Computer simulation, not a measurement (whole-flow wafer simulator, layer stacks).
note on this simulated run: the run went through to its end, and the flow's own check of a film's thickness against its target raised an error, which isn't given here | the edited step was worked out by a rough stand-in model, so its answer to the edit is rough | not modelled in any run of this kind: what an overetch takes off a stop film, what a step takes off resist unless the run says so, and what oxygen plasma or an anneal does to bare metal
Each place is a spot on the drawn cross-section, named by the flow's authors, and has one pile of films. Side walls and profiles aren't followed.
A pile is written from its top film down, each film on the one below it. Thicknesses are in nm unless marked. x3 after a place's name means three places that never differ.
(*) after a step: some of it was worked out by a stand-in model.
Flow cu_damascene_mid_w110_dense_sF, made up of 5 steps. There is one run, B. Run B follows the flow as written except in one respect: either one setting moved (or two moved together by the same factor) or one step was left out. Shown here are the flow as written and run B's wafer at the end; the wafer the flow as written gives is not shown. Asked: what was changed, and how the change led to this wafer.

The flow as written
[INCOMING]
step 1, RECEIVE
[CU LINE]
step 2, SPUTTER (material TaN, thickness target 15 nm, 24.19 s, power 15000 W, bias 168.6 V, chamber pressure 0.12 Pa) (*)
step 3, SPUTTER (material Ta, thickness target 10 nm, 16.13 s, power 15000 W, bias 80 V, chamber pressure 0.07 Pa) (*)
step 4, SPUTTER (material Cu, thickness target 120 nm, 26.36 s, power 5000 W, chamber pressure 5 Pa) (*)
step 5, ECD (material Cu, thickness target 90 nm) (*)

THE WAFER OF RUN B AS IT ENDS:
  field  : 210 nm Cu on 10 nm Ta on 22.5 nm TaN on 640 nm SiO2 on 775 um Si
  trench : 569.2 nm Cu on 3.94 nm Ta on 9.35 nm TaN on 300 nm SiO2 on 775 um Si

Cause: step 2, SPUTTER: thickness target 22.5 nm was run, though the flow has thickness target 15 nm.
The wafer itself shows it: field has TaN 22.5, and step 2 as written asks for 15 nm.

Step by step, how the change led to this:
  step 2, SPUTTER (material TaN, thickness target 15 nm, 24.19 s, power 15000 W, bias 168.6 V, chamber pressure 0.12 Pa) (*)
      field: TaN gains 22.5 (new film) (as written it would have been: TaN gains 15 (new film))
      trench: TaN gains 9.35 (new film) (as written it would have been: TaN gains 6.23 (new film))
  step 4, SPUTTER (material Cu, thickness target 120 nm, 26.36 s, power 5000 W, chamber pressure 5 Pa) (*)
      trench: Cu gains 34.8 (new film) (as written it would have been: Cu gains 35.7 (new film))
